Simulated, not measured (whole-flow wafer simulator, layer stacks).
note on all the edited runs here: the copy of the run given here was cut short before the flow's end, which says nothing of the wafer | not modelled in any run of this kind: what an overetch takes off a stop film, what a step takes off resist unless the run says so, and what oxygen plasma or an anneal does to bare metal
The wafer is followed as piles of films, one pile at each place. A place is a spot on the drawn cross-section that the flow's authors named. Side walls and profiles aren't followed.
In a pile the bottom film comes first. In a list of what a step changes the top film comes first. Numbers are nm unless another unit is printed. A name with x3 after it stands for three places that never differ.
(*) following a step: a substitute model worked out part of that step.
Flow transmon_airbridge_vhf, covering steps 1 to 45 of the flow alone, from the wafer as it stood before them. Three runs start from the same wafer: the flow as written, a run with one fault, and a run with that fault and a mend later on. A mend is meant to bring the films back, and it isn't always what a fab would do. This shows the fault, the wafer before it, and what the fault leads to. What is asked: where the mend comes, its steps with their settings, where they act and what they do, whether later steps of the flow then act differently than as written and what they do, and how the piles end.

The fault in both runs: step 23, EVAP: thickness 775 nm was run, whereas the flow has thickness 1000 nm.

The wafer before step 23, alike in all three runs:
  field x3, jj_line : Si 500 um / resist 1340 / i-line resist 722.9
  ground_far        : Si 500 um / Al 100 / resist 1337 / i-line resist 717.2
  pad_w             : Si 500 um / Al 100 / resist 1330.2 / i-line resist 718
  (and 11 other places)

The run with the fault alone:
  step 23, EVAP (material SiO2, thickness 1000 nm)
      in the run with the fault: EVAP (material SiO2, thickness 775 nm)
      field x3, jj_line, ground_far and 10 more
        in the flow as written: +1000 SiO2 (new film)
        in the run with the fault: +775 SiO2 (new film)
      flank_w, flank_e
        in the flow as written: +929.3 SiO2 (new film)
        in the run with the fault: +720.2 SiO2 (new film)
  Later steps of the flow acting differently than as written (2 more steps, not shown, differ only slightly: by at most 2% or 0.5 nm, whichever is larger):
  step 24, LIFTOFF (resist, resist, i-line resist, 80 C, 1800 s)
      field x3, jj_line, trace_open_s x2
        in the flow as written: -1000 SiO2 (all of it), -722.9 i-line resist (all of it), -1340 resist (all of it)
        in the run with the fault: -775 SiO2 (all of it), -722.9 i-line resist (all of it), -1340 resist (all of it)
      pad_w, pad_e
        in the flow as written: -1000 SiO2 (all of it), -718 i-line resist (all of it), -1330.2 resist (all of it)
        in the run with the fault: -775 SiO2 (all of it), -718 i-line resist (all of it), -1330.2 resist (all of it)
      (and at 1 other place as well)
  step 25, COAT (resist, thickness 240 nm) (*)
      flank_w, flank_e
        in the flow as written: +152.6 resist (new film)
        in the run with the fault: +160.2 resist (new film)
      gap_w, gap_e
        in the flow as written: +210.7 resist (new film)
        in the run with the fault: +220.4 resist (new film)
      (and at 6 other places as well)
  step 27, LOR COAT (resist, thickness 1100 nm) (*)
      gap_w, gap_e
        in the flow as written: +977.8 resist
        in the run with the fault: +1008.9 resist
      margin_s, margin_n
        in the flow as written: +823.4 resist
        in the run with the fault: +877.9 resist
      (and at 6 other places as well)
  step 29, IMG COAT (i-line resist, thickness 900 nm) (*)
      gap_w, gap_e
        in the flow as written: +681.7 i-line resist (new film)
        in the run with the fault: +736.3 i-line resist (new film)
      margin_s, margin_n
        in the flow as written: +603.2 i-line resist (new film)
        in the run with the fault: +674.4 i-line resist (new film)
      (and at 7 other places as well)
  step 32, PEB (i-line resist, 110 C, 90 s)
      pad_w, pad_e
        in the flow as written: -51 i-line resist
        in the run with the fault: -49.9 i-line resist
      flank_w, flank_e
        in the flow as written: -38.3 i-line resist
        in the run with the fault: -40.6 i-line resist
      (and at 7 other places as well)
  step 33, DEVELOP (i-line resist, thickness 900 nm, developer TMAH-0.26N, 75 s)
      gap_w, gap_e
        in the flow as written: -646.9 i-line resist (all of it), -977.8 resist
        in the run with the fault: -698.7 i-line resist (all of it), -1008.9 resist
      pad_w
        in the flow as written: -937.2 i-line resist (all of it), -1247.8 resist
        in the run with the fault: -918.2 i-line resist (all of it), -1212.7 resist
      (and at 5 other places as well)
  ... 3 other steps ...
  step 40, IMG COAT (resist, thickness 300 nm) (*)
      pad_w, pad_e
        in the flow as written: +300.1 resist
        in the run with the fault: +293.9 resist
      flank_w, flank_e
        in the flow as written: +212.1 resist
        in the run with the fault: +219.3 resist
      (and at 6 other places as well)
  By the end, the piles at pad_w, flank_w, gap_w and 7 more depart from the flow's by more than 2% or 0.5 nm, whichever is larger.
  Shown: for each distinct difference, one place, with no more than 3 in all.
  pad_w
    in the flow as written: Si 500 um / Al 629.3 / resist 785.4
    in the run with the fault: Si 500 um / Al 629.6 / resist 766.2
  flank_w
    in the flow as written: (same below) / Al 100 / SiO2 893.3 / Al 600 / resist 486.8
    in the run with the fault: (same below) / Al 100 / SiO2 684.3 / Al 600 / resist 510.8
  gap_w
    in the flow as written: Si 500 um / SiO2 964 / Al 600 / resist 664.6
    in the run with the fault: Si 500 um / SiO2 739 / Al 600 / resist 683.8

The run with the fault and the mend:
  The mend stands after step 23.
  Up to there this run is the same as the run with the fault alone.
  step 23a, EVAP (material SiO2, thickness 225 nm) (the flow's step 23 again, with other settings)
      field x3, jj_line, ground_far and 10 more
        +225 SiO2
      flank_w, flank_e
        +209.2 SiO2
  None of the later steps of the flow differs from how it acts as written, at any place that is followed, by more than 2% or 0.5 nm, whichever is larger.
  The piles end only slightly different from the flow's at the places that both follow, by no more than 2% or 0.5 nm, whichever is larger.
